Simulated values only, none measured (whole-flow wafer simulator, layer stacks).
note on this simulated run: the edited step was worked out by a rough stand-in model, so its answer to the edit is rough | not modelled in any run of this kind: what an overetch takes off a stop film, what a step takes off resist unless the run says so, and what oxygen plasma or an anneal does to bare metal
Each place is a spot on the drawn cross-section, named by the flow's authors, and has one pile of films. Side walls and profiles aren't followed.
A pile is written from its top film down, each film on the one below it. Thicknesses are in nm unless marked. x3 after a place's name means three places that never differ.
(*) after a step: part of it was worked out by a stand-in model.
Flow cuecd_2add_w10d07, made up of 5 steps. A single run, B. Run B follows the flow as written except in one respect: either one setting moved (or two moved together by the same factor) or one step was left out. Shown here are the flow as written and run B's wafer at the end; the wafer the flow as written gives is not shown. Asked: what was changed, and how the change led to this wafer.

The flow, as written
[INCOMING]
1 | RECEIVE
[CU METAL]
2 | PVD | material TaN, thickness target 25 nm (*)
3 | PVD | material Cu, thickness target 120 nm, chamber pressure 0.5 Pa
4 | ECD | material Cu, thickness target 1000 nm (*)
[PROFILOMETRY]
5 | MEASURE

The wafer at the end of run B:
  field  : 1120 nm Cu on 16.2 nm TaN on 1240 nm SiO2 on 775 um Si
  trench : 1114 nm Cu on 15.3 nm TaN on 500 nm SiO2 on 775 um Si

Cause: step 2, PVD: thickness target 16.2 nm was run, while the flow as written has thickness target 25 nm.
One can read it off the wafer: field has TaN 16.2, and step 2 as written asks for 25 nm.

Step by step, how the change led to this:
  2 | PVD | material TaN, thickness target 25 nm (*)
      field: TaN gains 16.2 (new film) (in the flow as written it would be: TaN gains 25 (new film))
      trench: TaN gains 15.3 (new film) (in the flow as written it would be: TaN gains 23.7 (new film))
